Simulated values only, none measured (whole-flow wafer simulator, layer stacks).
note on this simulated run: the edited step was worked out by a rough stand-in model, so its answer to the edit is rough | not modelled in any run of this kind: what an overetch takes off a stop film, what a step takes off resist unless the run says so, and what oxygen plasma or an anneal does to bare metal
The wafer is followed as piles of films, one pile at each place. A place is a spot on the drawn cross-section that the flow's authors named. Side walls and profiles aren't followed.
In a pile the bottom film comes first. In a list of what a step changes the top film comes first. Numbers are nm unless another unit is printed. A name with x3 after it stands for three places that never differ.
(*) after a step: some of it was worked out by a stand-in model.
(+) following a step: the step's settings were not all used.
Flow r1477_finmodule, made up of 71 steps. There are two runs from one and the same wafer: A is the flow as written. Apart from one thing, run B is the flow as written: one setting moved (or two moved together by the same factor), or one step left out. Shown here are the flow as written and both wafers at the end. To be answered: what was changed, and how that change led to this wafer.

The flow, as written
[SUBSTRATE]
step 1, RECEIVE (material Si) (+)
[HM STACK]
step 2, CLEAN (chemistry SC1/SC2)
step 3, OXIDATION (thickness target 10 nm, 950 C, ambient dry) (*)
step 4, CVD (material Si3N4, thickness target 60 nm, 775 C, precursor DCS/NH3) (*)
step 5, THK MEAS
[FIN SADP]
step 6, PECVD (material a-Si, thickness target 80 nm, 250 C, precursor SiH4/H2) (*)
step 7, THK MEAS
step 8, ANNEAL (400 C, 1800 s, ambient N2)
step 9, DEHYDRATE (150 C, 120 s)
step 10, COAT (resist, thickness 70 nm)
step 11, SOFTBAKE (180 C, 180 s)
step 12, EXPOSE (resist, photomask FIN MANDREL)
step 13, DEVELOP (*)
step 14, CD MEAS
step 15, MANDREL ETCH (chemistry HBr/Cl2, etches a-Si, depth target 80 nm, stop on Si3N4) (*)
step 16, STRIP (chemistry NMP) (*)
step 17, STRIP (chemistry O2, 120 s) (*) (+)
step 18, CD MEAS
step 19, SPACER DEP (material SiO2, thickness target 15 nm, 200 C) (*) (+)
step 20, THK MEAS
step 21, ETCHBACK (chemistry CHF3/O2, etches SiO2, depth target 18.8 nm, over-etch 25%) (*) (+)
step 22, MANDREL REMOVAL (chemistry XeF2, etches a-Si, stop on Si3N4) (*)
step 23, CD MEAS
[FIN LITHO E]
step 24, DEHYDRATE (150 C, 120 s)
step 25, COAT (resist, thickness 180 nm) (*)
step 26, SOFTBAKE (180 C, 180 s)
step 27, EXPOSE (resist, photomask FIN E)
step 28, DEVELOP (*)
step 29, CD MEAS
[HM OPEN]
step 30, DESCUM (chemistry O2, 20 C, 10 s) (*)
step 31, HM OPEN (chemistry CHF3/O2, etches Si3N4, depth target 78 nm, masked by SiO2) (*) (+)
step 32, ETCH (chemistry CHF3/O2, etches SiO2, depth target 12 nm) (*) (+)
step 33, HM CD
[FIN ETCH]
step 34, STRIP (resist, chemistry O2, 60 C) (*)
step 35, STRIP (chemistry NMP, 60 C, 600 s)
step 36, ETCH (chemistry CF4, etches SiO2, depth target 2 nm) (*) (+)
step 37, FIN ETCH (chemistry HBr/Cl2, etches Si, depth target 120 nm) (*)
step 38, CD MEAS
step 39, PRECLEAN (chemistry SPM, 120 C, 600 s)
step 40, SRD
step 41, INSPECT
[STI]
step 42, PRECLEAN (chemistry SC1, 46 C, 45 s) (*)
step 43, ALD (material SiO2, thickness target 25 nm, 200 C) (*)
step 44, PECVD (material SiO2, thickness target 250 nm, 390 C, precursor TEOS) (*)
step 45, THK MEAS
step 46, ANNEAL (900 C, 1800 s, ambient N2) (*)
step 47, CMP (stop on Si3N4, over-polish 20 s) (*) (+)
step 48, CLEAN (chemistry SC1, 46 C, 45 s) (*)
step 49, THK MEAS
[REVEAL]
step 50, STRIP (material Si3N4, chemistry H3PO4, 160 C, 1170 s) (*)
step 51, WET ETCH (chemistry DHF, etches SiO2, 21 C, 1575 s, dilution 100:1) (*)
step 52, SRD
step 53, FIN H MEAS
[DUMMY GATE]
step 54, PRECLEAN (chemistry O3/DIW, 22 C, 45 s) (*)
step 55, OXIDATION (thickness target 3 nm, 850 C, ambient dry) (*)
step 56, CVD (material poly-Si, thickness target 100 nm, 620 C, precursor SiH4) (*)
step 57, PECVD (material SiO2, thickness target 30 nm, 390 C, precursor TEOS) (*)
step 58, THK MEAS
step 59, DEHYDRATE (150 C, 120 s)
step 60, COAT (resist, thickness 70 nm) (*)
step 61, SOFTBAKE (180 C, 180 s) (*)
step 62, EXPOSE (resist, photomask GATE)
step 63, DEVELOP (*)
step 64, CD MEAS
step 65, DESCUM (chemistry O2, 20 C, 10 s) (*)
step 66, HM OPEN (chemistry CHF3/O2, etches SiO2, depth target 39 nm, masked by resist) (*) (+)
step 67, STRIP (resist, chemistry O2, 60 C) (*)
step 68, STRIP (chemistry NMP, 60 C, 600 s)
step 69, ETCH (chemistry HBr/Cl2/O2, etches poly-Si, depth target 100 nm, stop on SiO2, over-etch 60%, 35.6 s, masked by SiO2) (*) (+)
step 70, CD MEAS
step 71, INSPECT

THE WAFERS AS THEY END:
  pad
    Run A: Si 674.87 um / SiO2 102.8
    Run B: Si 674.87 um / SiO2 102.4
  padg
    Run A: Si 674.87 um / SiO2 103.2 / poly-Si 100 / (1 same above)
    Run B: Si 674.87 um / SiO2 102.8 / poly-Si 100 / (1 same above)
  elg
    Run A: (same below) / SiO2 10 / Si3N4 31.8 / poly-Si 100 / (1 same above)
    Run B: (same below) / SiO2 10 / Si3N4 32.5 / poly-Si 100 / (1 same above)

What caused this: step 36, ETCH: depth target 1.4 nm was run, while the flow as written has depth target 2 nm.

Step by step, how the change led to this:
  step 36, ETCH (chemistry CF4, etches SiO2, depth target 2 nm) (*) (+)
      elg, e40lg, e100lg, e200lg, elo, e40lo, e100lo, e200lo: A Si3N4 loses 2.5 | B Si3N4 loses 1.75
      s40sg_line, s45sg_line, s50sg_line, s40so_line, s45so_line, s50so_line: A SiO2 loses 2 | B SiO2 loses 1.4
  step 51, WET ETCH (chemistry DHF, etches SiO2, 21 C, 1575 s, dilution 100:1) (*)
      elg, e40lg, e100lg, e200lg, elo, e40lo, e100lo, e200lo: A SiO2 loses 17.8 (all of it), Si3N4 loses 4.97 | B SiO2 loses 17.1 (all of it), Si3N4 loses 5.03
